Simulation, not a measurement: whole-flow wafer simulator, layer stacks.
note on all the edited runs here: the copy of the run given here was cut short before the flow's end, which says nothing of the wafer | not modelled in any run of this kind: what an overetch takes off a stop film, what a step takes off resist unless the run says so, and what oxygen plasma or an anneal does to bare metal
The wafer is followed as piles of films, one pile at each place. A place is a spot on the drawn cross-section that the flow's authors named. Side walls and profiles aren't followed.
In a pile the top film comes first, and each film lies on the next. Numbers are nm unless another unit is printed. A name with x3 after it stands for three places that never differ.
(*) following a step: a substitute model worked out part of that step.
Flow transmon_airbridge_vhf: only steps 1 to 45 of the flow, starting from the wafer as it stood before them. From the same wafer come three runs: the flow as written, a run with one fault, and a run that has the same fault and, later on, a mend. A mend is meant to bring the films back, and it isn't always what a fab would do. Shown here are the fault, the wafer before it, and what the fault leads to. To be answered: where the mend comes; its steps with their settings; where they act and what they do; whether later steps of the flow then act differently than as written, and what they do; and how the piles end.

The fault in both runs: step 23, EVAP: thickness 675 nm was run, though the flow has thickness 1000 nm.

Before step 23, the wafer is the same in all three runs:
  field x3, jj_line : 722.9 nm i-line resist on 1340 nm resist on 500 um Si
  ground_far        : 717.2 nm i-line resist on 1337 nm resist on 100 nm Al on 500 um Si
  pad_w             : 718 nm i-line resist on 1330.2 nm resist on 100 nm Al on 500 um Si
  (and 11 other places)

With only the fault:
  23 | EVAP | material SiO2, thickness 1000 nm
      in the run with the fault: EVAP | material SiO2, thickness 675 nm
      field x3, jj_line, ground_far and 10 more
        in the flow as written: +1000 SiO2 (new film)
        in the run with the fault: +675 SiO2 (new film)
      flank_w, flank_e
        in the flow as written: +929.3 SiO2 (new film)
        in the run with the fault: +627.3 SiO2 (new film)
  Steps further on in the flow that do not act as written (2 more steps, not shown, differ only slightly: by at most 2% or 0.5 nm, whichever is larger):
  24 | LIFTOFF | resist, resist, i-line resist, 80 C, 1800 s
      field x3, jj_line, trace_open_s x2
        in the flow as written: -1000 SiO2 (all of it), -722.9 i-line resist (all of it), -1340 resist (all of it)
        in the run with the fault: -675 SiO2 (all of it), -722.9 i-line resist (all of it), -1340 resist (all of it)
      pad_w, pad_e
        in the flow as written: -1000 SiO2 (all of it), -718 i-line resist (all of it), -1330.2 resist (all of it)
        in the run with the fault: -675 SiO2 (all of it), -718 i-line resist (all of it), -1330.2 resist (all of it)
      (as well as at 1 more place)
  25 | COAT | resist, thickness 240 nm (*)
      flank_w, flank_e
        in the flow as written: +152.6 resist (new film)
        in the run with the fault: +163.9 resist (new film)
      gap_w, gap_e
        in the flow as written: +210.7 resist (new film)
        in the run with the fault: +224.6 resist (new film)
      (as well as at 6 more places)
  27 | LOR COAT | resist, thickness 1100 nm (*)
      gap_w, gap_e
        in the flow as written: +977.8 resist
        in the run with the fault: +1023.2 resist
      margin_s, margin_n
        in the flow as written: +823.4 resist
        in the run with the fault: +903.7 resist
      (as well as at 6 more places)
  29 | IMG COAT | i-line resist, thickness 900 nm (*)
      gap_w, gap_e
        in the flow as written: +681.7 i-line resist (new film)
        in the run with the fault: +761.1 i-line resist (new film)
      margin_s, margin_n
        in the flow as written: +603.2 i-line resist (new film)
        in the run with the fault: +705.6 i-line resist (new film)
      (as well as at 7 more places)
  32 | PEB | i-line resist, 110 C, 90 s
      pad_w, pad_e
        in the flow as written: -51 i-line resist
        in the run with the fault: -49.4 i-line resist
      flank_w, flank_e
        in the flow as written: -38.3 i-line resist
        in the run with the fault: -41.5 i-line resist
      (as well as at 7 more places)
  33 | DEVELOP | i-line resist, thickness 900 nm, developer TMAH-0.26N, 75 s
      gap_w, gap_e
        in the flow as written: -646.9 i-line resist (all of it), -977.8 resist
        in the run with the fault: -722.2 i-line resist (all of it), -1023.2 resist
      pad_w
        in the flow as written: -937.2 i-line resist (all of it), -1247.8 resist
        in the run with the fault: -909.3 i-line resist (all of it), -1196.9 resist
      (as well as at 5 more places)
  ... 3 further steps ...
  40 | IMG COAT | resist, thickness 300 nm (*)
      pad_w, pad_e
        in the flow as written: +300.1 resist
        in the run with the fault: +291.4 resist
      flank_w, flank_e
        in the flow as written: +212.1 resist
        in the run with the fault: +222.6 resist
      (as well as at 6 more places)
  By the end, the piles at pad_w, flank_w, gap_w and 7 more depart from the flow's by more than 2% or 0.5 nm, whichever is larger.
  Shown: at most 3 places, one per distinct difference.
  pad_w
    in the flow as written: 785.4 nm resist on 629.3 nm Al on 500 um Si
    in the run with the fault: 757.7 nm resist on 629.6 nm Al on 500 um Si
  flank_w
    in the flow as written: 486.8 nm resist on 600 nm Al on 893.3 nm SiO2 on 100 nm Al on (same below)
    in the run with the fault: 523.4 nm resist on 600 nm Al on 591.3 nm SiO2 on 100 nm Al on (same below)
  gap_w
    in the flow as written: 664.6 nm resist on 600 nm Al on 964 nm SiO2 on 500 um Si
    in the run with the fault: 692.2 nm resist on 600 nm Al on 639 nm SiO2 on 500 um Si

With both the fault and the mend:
  The mend follows step 23.
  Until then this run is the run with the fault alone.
  23a | EVAP | material SiO2, thickness 325 nm (the flow's step 23, run once more with other settings)
      field x3, jj_line, ground_far and 10 more
        +325 SiO2
      flank_w, flank_e
        +302.4 SiO2
  Later steps of the flow that are run all act as written at every place that is followed, up to a difference of at most 2% or 0.5 nm, whichever is larger.
  The piles end only slightly different from the flow's at the places that both follow, by no more than 2% or 0.5 nm, whichever is larger.
